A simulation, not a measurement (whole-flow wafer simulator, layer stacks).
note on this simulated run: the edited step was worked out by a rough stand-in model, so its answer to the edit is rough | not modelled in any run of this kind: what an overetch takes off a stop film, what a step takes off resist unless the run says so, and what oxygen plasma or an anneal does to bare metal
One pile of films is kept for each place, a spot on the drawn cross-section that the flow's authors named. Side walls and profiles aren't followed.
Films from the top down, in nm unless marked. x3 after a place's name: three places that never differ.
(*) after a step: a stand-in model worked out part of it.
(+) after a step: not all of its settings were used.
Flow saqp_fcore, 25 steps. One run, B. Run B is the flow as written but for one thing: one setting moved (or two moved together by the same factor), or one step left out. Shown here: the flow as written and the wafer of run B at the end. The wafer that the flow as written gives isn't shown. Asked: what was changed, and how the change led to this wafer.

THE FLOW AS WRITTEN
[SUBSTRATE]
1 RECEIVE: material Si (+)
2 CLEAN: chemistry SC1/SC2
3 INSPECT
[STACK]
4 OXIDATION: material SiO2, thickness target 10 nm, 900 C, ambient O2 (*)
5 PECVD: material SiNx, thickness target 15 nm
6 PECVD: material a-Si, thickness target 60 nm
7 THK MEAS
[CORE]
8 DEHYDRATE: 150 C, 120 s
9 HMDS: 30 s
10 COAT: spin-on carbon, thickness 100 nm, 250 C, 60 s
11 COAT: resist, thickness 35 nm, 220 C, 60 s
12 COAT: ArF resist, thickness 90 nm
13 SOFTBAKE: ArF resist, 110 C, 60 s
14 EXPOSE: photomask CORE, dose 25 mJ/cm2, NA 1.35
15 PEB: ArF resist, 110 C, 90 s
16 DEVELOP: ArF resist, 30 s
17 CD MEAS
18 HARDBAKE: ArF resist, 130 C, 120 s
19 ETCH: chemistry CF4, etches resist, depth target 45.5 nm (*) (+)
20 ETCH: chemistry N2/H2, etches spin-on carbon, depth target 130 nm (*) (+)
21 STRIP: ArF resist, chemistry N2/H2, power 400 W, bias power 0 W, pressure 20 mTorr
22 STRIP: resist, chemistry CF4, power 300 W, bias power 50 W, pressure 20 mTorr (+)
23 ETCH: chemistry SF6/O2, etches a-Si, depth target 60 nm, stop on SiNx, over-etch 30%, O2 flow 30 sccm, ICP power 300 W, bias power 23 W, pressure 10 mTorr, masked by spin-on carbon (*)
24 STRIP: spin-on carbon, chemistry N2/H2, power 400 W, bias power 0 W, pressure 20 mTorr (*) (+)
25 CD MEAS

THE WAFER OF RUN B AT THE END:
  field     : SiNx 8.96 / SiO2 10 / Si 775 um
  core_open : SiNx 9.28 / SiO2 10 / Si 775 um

The cause: step 23, ETCH: over-etch 42% was run, where the flow has over-etch 30%.

How the change led to this, step by step:
  23 ETCH: chemistry SF6/O2, etches a-Si, depth target 60 nm, stop on SiNx, over-etch 30%, O2 flow 30 sccm, ICP power 300 W, bias power 23 W, pressure 10 mTorr, masked by spin-on carbon (*)
      field: a-Si -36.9 (all of it), SiNx -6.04 (as written it would be: a-Si -36.9 (all of it), SiNx -5.14)
      core_open: a-Si -39.4 (all of it), SiNx -5.72 (as written it would be: a-Si -39.4 (all of it), SiNx -4.82)
      (and at 1 more place)
